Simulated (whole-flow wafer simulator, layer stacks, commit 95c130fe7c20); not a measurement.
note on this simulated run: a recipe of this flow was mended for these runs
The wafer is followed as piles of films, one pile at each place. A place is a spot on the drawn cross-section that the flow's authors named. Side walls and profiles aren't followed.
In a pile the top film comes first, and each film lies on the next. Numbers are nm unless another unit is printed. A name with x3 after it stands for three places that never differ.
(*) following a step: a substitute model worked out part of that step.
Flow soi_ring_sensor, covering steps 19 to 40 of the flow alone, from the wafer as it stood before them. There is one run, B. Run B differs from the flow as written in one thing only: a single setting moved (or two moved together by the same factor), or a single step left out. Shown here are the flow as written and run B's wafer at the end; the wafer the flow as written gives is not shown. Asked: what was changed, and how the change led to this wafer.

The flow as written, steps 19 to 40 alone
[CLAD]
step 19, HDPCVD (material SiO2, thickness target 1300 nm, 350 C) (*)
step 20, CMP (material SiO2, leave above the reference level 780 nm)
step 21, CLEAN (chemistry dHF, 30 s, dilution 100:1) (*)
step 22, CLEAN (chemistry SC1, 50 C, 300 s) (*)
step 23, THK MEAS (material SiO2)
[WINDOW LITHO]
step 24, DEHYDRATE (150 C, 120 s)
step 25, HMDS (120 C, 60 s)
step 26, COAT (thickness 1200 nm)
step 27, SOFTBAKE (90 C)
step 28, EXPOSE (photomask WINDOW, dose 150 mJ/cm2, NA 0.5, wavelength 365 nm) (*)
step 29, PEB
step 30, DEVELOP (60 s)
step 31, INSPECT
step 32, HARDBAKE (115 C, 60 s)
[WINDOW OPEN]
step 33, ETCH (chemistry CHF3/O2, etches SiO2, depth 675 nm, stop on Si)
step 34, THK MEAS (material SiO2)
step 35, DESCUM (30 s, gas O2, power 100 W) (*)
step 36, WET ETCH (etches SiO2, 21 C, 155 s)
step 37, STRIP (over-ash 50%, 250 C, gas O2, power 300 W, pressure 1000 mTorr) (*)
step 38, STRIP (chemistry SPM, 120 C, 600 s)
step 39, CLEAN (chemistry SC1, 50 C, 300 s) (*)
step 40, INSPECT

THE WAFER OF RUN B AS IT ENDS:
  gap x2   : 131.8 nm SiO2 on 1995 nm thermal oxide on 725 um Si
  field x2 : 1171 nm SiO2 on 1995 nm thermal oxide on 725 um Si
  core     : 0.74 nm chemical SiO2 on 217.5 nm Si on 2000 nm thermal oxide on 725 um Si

The reason: step 20, CMP: leave above the reference level 950 nm was run, while the flow as written has leave above the reference level 780 nm.

How this came from the change, step by step:
  step 20, CMP (material SiO2, leave above the reference level 780 nm)
      gap x2, field x2: -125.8 SiO2 (it would be, as written: -295.8 SiO2)
      core, core_clad: -350 SiO2 (it would be, as written: -520 SiO2)
  step 36, WET ETCH (etches SiO2, 21 C, 155 s)
      gap x2: -364.2 SiO2 (it would be, as written: -326.6 SiO2 (all of it), -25 thermal oxide)
      core: -272.4 SiO2 (all of it), -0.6 chemical SiO2 (all of it), -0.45 Si (it would be, as written: -102.4 SiO2 (all of it), -0.6 chemical SiO2 (all of it), -1.3 Si)
  step 39, CLEAN (chemistry SC1, 50 C, 300 s) (*)
      gap x2: -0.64 SiO2 (it would be, as written: -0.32 thermal oxide)
